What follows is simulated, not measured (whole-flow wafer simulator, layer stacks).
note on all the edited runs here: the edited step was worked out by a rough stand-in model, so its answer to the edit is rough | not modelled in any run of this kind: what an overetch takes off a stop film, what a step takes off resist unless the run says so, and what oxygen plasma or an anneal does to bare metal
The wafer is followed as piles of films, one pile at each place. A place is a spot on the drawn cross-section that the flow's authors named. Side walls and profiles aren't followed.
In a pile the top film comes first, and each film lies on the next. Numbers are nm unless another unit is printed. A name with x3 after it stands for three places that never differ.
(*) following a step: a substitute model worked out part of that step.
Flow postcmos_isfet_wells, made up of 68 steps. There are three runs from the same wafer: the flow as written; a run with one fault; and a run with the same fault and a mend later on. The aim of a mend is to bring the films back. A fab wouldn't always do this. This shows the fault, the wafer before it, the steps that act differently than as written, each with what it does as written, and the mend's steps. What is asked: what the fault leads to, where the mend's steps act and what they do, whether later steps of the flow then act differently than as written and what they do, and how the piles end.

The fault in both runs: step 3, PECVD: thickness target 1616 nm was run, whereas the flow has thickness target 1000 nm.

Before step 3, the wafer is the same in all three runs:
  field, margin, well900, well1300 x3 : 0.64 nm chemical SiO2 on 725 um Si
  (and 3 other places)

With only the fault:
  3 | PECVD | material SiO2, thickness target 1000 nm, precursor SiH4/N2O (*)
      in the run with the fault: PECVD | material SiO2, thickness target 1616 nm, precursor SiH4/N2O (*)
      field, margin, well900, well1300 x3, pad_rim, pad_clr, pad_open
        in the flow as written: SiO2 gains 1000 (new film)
        in the run with the fault: SiO2 gains 1616 (new film)
  Later steps of the flow that are run all act as written at every place that is followed.
  By the end, the piles at field, margin, well900, well1300 x3, pad_rim, pad_clr, pad_open depart from the flow's by more than 2% or 0.5 nm, whichever is larger.
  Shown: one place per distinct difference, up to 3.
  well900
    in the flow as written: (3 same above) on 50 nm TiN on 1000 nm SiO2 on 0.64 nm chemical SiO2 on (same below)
    in the run with the fault: (3 same above) on 50 nm TiN on 1616 nm SiO2 on 0.64 nm chemical SiO2 on (same below)
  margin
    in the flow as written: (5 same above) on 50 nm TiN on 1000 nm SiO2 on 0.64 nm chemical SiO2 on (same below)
    in the run with the fault: (5 same above) on 50 nm TiN on 1616 nm SiO2 on 0.64 nm chemical SiO2 on (same below)
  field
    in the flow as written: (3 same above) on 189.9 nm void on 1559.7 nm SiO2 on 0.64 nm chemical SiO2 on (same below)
    in the run with the fault: (3 same above) on 189.9 nm void on 2175.7 nm SiO2 on 0.64 nm chemical SiO2 on (same below)

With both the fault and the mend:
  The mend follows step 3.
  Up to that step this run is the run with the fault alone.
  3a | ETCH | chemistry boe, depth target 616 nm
      field, margin, well900, well1300 x3, pad_rim, pad_clr, pad_open
        SiO2 loses 616
  Later steps of the flow that are run all act as written at every place that is followed.
  The piles end the same as the flow's at every place that both follow.
